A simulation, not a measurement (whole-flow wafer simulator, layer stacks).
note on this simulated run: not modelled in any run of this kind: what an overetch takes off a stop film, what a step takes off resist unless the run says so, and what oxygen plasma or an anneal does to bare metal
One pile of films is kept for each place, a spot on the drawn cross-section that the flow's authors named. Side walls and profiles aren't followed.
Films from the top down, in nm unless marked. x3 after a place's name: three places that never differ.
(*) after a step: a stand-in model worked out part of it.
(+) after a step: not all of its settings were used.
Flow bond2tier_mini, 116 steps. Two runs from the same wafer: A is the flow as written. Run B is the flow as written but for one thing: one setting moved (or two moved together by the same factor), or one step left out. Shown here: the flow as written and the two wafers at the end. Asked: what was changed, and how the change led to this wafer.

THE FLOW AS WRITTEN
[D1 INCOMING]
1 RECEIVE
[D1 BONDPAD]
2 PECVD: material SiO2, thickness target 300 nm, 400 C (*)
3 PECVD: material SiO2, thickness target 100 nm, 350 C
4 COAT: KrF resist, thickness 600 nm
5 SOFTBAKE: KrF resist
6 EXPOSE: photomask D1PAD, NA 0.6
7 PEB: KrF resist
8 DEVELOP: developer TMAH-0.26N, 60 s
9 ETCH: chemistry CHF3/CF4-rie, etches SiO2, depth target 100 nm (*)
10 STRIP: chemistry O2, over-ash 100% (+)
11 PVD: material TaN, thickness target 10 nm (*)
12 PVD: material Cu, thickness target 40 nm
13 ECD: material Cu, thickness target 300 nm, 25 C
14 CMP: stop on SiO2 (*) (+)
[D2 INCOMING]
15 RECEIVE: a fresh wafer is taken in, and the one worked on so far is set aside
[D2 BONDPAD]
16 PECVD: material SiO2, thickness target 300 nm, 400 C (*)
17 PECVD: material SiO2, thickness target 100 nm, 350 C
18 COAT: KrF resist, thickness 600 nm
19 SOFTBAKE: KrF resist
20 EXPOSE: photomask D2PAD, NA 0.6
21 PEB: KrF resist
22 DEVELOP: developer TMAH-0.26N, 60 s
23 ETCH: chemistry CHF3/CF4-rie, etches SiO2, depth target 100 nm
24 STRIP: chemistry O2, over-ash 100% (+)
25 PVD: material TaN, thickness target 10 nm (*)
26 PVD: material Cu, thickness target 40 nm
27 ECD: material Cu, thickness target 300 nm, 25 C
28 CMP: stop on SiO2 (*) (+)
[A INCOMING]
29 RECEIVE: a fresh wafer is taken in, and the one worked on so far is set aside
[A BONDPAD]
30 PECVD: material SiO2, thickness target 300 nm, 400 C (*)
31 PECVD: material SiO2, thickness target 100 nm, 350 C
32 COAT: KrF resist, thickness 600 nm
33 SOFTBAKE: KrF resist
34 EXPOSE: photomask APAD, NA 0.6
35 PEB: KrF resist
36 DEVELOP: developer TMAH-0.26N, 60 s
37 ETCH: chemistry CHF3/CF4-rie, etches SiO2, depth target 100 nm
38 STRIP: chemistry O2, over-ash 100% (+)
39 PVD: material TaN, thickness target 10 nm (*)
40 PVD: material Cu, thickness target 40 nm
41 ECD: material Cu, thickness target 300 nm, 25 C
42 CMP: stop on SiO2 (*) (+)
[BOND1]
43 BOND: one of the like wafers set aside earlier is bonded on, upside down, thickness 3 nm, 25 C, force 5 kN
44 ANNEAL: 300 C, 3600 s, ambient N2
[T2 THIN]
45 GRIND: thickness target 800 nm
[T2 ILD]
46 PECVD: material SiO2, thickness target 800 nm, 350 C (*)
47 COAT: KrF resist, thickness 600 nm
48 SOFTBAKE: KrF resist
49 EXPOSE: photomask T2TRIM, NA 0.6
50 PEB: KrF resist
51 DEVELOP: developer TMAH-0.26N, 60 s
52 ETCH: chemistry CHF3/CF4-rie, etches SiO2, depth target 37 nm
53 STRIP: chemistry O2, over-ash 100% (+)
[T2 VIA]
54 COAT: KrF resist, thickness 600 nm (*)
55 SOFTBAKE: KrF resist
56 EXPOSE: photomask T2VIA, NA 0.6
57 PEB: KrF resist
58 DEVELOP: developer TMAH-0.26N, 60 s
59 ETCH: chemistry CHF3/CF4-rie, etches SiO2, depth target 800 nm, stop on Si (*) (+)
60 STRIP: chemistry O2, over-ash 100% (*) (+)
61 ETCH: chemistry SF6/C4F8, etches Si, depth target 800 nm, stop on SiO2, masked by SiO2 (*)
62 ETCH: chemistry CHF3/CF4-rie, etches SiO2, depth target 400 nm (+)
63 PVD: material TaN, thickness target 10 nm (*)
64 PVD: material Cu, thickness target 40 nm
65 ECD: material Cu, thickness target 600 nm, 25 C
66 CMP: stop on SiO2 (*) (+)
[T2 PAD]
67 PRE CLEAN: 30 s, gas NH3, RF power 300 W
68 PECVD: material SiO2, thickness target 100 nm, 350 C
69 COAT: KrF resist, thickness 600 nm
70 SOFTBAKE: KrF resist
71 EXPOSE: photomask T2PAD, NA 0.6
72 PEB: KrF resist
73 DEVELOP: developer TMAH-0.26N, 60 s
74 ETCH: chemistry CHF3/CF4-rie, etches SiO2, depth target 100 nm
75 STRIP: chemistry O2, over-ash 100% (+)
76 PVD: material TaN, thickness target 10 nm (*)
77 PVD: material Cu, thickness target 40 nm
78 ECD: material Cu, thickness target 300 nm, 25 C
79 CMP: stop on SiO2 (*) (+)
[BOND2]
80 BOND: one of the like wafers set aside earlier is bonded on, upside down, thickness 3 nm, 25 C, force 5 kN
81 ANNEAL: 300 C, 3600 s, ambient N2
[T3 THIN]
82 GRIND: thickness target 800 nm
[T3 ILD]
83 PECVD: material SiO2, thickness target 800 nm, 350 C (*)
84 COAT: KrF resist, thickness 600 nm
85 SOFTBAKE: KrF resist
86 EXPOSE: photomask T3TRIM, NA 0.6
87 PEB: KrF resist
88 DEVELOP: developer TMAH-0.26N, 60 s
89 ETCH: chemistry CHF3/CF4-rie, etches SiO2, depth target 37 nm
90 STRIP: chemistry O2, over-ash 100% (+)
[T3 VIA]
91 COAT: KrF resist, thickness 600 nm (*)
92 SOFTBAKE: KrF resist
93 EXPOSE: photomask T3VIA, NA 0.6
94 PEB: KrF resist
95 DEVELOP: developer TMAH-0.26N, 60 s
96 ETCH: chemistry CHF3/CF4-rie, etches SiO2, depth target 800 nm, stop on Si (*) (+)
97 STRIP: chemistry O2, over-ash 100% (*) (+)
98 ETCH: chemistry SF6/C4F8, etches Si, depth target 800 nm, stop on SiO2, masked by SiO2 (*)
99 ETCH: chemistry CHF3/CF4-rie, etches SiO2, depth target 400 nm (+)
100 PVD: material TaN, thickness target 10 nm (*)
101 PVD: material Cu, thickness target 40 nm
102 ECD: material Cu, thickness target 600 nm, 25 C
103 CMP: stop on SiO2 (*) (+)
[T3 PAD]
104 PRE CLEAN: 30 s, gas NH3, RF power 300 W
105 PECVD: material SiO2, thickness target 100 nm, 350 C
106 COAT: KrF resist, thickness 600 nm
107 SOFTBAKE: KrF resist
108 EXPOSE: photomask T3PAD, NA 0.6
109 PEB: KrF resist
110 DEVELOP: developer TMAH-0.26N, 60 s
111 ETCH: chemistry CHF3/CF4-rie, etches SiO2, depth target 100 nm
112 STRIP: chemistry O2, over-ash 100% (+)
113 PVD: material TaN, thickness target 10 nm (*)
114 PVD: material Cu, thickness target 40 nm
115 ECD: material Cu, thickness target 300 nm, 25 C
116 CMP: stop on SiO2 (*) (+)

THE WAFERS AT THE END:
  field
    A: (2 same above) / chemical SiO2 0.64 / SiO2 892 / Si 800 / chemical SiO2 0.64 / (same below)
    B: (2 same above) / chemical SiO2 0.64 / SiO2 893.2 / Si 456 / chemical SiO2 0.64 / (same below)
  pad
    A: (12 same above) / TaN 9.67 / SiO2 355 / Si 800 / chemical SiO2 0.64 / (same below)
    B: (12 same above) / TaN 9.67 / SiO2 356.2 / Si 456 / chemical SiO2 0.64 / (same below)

The cause: step 45, GRIND: thickness target 456 nm was run, where the flow has thickness target 800 nm.
It can be read off the wafer: field has Si 456, and step 45 as written asks for 800 nm.

How the change led to this, step by step:
  45 GRIND: thickness target 800 nm
      field, pad, via: A Si -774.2 um | B Si -774.54 um
  61 ETCH: chemistry SF6/C4F8, etches Si, depth target 800 nm, stop on SiO2, masked by SiO2 (*)
      field, pad: A SiO2 -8 | B SiO2 -6.84
